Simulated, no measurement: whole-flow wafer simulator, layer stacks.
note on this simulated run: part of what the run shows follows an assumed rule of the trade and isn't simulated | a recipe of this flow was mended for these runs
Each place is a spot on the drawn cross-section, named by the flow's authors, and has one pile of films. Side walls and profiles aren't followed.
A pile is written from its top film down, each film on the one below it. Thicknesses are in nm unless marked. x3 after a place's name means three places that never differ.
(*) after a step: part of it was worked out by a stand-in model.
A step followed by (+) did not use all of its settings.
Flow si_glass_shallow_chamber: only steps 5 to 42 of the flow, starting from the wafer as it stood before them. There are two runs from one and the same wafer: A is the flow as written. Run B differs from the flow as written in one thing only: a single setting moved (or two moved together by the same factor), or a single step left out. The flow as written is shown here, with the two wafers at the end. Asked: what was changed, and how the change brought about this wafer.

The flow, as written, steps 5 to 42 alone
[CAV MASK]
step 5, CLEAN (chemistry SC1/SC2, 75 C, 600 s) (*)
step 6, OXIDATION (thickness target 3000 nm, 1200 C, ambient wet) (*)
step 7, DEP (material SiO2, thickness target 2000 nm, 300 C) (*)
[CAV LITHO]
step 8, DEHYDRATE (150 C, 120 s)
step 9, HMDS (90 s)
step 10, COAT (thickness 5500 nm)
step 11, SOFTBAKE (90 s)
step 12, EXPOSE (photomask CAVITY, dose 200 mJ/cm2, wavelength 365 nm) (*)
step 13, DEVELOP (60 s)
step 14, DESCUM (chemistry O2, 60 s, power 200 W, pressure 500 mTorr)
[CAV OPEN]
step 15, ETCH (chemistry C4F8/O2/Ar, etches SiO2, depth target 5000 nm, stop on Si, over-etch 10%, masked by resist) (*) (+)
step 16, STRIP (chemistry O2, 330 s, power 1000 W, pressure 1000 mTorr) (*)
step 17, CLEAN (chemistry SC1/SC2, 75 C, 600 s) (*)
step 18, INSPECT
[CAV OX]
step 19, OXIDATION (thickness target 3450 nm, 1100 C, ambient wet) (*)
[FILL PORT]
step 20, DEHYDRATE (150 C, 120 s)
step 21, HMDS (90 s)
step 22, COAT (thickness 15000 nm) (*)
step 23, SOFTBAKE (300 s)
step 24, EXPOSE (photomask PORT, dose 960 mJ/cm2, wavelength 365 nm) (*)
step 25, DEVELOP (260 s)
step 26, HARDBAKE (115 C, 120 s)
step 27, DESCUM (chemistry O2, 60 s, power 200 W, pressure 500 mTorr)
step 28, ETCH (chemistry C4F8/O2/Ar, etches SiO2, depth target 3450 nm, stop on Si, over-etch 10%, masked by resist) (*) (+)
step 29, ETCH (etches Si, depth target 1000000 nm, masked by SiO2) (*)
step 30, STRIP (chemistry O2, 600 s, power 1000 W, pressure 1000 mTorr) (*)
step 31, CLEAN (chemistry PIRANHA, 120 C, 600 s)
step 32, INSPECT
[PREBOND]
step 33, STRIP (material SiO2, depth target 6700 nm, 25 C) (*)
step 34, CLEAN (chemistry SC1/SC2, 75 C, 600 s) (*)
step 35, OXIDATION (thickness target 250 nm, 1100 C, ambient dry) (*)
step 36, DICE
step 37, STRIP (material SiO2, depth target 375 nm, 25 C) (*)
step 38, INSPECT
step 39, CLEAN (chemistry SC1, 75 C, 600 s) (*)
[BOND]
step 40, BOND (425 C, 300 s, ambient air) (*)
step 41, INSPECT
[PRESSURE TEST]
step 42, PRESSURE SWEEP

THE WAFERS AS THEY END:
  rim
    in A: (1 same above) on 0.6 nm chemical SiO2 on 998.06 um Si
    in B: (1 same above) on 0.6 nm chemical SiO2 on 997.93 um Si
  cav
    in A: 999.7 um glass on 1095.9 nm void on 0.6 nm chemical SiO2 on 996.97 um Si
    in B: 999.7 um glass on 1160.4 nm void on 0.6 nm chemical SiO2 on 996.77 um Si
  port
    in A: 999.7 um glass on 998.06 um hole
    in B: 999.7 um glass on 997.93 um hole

Cause: step 6, OXIDATION: thickness target 3360 nm was run, though the flow has thickness target 3000 nm; step 15, ETCH: depth target 5600 nm was run, where the flow has depth target 5000 nm.

The path from the change to this, step by step:
  step 6, OXIDATION (thickness target 3000 nm, 1200 C, ambient wet) (*)
      rim, ramp, cav, port, septum, ring: A SiO2 gains 3000 (new film), chemical SiO2 loses 0.6 (all of it), Si loses 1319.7 | B SiO2 gains 3360 (new film), chemical SiO2 loses 0.6 (all of it), Si loses 1478.1
  step 15, ETCH (chemistry C4F8/O2/Ar, etches SiO2, depth target 5000 nm, stop on Si, over-etch 10%, masked by resist) (*) (+)
      rim, ramp, septum, ring: A thick-i-line-resist loses 1100 | B thick-i-line-resist loses 1179.2
      cav, port: A SiO2 loses 5000 (all of it), Si loses 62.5 | B SiO2 loses 5360 (all of it), Si loses 100
  step 19, OXIDATION (thickness target 3450 nm, 1100 C, ambient wet) (*)
      rim, ramp, septum, ring: A SiO2 gains 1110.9, Si loses 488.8 | B SiO2 gains 1049.6, Si loses 461.8
  step 22, COAT (thickness 15000 nm) (*)
      rim: A thick-i-line-resist gains 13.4 um (new film) | B thick-i-line-resist gains 13.25 um (new film)
      ramp: A thick-i-line-resist gains 12.89 um (new film) | B thick-i-line-resist gains 12.7 um (new film)
      (and at 4 other places as well)
  step 23, SOFTBAKE (300 s)
      rim: A thick-i-line-resist loses 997 | B thick-i-line-resist loses 1099.8
      ramp: A thick-i-line-resist loses 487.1 | B thick-i-line-resist loses 541.9
      (and at 4 other places as well)
  step 25, DEVELOP (260 s)
      port: A thick-i-line-resist loses 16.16 um (all of it) | B thick-i-line-resist loses 16.27 um (all of it)
  step 26, HARDBAKE (115 C, 120 s)
      rim, ramp: A thick-i-line-resist loses 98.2 | B thick-i-line-resist loses 95.2
  step 29, ETCH (etches Si, depth target 1000000 nm, masked by SiO2) (*)
      rim, ramp: A thick-i-line-resist loses 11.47 um (all of it), SiO2 loses 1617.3 | B thick-i-line-resist loses 11.23 um (all of it), SiO2 loses 1749.7
      port: A hole gains 997.05 um (new film), Si loses 997.05 um (all of it) | B hole gains 996.85 um (new film), Si loses 996.85 um (all of it)
      (and at 2 other places as well)
  step 30, STRIP (chemistry O2, 600 s, power 1000 W, pressure 1000 mTorr) (*)
      cav: A thick-i-line-resist loses 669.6 (all of it) | B thick-i-line-resist loses 779.9 (all of it)
  step 33, STRIP (material SiO2, depth target 6700 nm, 25 C) (*)
      rim, ramp: A SiO2 loses 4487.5 (all of it) | B SiO2 loses 4653.8 (all of it)
      septum: A SiO2 loses 5732.1 (all of it) | B SiO2 loses 6019.5 (all of it)
      (and at 1 other place as well)
  step 40, BOND (425 C, 300 s, ambient air) (*)
      cav: A glass gains 999.7 um (new film), void gains 1095.9 (new film) | B glass gains 999.7 um (new film), void gains 1160.4 (new film)
      port: A glass gains 999.7 um (new film), hole gains 1017.3 | B glass gains 999.7 um (new film), hole gains 1081.7
